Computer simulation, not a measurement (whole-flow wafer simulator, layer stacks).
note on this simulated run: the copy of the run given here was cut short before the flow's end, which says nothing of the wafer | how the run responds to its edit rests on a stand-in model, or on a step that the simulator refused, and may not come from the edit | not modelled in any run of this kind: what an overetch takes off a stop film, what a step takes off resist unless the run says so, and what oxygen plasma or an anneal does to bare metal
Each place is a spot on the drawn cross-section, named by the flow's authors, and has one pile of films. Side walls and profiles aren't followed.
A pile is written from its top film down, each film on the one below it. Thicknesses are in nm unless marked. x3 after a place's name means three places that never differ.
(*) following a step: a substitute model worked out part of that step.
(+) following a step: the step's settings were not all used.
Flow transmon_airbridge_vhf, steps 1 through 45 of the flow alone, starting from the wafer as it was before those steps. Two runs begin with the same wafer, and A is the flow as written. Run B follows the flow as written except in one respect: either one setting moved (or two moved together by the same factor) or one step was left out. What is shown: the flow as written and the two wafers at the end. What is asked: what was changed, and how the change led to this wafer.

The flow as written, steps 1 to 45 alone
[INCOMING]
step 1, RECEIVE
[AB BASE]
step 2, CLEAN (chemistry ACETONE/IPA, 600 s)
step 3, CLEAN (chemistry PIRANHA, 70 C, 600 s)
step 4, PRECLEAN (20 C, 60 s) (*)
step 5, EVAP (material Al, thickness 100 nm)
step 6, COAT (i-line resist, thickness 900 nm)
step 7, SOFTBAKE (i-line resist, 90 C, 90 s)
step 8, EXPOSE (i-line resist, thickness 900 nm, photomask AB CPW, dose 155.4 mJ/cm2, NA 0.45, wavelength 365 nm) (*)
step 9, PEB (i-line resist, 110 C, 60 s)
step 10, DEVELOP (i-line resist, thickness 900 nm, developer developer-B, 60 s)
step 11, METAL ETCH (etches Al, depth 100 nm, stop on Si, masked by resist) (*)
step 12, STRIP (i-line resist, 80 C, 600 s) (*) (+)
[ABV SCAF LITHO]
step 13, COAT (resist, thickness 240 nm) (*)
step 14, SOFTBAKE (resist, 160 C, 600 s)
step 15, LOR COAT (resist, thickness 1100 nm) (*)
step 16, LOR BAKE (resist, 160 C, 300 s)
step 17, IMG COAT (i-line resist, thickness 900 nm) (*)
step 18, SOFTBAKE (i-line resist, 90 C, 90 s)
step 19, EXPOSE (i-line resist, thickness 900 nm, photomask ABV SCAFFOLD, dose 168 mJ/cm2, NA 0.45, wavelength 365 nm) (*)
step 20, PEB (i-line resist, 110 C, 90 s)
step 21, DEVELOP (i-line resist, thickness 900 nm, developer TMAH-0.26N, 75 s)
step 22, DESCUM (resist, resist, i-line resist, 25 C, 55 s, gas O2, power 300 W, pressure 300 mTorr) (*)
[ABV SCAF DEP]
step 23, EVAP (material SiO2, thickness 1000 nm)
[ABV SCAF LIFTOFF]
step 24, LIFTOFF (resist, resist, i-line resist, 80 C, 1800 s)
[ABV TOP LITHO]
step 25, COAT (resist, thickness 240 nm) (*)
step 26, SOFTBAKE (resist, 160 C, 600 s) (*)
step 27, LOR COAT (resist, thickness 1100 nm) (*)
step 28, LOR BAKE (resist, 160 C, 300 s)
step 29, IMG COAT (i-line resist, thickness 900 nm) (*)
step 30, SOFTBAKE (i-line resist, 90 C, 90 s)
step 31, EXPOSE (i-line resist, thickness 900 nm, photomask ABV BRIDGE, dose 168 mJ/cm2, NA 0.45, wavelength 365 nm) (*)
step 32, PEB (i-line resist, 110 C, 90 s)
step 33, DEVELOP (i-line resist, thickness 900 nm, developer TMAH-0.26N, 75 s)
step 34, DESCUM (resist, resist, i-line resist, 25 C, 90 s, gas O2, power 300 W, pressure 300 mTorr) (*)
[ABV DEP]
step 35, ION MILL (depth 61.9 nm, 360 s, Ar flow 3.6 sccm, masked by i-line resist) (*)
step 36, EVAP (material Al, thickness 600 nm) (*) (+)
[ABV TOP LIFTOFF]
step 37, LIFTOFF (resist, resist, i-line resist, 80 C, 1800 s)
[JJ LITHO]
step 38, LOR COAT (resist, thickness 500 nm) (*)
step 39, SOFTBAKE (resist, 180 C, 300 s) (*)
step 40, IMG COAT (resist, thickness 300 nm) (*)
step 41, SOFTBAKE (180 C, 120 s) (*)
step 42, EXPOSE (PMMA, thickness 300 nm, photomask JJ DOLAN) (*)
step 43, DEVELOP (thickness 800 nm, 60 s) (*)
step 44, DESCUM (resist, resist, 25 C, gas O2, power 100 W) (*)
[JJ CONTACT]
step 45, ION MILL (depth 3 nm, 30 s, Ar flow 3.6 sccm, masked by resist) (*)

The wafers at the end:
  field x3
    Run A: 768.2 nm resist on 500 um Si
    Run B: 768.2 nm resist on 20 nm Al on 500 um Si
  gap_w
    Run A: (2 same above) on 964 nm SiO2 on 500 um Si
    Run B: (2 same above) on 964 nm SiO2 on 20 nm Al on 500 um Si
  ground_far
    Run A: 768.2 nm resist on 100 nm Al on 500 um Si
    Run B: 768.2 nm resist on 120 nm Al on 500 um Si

The reason: step 5, EVAP: thickness 120 nm was run, while the flow as written has thickness 100 nm.
The wafer itself shows it: ground_far has Al 120, and step 5 as written asks for 100 nm.

How this came from the change, step by step:
  step 5, EVAP (material Al, thickness 100 nm)
      field x3, jj_line, ground_far and 12 more: A +100 Al (new film) | B +120 Al (new film)
  step 11, METAL ETCH (etches Al, depth 100 nm, stop on Si, masked by resist) (*)
      field x3, jj_line, gap_w, gap_e: A -100 Al (all of it) | B -100 Al
  step 45, ION MILL (depth 3 nm, 30 s, Ar flow 3.6 sccm, masked by resist) (*)
      jj_line: A -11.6 Si | B -20 Al (all of it), -0.36 Si
If metal films that touch count as one body, field x3 has 1 body; the flow as written gives 0 bodies.
If metal films that touch count as one body, gap_w has 2 bodies (between them, from the top down: SiO2 964); the flow as written gives 1 body.
